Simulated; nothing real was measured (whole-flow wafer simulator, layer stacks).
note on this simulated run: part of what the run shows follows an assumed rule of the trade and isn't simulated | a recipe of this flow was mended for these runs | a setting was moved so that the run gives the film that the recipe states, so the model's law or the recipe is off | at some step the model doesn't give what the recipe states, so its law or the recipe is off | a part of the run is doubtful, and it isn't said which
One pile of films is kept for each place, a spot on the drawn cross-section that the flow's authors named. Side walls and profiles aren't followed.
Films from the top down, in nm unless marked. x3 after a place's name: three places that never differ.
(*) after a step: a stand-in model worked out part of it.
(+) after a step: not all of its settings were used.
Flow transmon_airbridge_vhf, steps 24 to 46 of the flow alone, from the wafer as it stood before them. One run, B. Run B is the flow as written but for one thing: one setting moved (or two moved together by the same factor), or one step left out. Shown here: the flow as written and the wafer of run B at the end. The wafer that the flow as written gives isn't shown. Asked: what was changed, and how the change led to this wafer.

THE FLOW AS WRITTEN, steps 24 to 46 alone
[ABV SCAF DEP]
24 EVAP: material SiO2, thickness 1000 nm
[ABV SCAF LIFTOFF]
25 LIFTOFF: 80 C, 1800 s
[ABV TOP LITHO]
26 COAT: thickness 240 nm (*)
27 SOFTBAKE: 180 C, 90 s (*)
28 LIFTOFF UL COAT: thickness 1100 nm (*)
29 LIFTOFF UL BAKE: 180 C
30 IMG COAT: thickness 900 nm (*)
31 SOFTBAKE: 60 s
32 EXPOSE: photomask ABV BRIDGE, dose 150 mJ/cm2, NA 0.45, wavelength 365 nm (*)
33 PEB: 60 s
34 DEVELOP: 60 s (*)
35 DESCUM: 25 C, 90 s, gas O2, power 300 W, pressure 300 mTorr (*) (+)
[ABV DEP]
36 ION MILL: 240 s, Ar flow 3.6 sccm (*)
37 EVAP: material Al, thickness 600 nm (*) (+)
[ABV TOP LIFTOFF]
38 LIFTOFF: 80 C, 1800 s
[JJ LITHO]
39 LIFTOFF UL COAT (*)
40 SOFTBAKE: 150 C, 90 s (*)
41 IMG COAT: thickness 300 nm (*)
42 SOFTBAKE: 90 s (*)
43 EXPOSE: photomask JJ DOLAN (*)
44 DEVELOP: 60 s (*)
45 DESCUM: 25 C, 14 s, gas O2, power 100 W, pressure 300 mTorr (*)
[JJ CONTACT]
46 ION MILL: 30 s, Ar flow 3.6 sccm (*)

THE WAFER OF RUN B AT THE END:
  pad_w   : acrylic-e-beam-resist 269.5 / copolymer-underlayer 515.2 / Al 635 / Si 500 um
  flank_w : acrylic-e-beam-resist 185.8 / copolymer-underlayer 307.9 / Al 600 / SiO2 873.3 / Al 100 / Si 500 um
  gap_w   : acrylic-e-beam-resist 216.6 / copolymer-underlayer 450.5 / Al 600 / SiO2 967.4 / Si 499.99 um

The cause: step 36, ION MILL: 326 s was run, where the flow has 240 s.

How the change led to this, step by step:
  36 ION MILL: 240 s, Ar flow 3.6 sccm (*)
      field x3, jj_line, ground_far, trace_open_s x2, margin_s, margin_n: i-line-resist -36 (as written it would be: i-line-resist -26.5)
      flank_w, gap_w, cpw_trace, gap_e, flank_e, bridge_strip: SiO2 -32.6 (as written it would be: SiO2 -24)
      (and at 2 more places)
  38 LIFTOFF: 80 C, 1800 s
      margin_s, margin_n: Al -600 (all of it), i-line-resist -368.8 (all of it), lift-off-underlayer -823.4 (all of it), acrylic-e-beam-resist -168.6 (all of it) (as written it would be: Al -600 (all of it), i-line-resist -378.2 (all of it), lift-off-underlayer -823.4 (all of it), acrylic-e-beam-resist -168.6 (all of it))
